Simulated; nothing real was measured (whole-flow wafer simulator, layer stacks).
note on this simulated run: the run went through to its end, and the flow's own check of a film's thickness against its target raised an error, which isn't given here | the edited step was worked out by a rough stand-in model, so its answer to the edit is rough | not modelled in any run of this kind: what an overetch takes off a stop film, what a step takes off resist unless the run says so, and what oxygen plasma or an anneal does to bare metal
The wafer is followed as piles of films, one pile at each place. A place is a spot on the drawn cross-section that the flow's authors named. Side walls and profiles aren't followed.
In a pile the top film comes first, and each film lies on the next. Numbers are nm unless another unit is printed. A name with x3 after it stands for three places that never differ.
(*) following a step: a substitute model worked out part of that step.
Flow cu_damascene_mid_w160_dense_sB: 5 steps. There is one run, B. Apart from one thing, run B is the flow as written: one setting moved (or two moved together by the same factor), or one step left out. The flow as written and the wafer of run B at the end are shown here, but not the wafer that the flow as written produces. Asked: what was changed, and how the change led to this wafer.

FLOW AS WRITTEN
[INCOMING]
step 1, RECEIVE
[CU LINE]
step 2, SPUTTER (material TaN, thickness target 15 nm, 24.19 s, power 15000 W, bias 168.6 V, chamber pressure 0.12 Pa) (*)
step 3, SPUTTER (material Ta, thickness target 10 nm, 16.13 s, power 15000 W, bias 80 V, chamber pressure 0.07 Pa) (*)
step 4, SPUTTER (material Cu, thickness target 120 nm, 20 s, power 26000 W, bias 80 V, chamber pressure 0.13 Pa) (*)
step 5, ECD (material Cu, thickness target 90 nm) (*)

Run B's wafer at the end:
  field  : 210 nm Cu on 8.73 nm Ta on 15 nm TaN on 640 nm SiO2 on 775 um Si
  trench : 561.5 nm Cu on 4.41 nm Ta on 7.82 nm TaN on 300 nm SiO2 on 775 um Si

Cause: step 3, SPUTTER: power 13100 W was run, while the flow as written has power 15000 W.

Step by step, how the change led to this:
  step 3, SPUTTER (material Ta, thickness target 10 nm, 16.13 s, power 15000 W, bias 80 V, chamber pressure 0.07 Pa) (*)
      field: Ta gains 8.73 (new film) (it would be, as written: Ta gains 10 (new film))
      trench: Ta gains 4.41 (new film) (it would be, as written: Ta gains 5.14 (new film))
